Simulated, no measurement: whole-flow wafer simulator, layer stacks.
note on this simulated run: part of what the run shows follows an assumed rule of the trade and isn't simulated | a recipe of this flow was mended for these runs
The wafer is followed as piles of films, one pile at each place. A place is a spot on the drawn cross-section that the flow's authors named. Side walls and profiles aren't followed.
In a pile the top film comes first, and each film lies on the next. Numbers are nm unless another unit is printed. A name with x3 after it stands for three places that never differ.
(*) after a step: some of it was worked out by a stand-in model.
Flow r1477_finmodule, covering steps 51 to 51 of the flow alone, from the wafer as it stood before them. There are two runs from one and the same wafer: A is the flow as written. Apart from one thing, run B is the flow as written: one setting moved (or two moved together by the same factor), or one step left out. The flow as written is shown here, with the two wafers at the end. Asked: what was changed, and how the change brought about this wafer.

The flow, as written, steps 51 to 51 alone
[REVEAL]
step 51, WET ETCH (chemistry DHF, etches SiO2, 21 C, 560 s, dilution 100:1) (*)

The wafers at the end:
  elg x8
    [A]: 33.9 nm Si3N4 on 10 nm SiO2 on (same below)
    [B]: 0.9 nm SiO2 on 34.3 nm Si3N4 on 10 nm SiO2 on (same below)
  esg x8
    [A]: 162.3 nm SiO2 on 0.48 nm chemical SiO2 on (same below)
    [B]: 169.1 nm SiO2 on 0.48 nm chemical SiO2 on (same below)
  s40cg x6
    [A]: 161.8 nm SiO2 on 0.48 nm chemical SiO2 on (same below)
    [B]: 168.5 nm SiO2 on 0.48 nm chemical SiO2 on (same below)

The reason: step 51, WET ETCH: 426 s was run, though the flow has 560 s.

The path from the change to this, step by step:
  step 51, WET ETCH (chemistry DHF, etches SiO2, 21 C, 560 s, dilution 100:1) (*)
      elg x8: A SiO2 loses 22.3 (all of it), Si3N4 loses 0.41 | B SiO2 loses 21.4
      esg x8, s40cg x6, s40sg x6: A SiO2 loses 28.1 | B SiO2 loses 21.4
      (and at 2 other places as well)
